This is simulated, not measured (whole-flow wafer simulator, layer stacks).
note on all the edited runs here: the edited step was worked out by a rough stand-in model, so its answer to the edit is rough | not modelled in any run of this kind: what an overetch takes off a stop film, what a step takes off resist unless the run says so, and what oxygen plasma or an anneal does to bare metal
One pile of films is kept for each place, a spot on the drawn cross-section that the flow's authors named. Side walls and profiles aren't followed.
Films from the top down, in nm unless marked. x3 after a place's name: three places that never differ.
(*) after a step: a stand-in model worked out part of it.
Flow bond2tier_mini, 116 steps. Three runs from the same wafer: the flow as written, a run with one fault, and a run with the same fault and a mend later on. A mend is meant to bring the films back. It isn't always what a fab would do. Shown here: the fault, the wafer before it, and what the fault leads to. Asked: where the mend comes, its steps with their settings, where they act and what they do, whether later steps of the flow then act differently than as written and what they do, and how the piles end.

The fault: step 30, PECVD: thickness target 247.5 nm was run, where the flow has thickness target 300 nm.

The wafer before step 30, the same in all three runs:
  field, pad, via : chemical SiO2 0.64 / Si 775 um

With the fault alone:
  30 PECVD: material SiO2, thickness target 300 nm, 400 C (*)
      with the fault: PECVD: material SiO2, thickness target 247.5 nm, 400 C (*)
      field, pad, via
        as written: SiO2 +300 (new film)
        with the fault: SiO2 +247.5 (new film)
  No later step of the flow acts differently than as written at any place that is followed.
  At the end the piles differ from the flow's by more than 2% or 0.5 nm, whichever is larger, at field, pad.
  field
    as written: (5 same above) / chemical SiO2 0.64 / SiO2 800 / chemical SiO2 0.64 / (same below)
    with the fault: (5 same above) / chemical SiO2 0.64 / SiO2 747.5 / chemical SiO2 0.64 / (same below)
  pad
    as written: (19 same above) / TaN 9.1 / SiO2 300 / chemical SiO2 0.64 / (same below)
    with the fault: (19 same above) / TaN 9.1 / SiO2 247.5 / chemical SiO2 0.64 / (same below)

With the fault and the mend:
  The mend comes after step 30.
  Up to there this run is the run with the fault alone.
  30a PECVD: material SiO2, thickness target 52.5 nm, 400 C (the flow's step 30 once more, with other settings)
      field, pad, via
        SiO2 +52.5
  No later step of the flow acts differently than as written at any place that is followed.
  At the end the piles are the same as the flow's at every place that both follow.
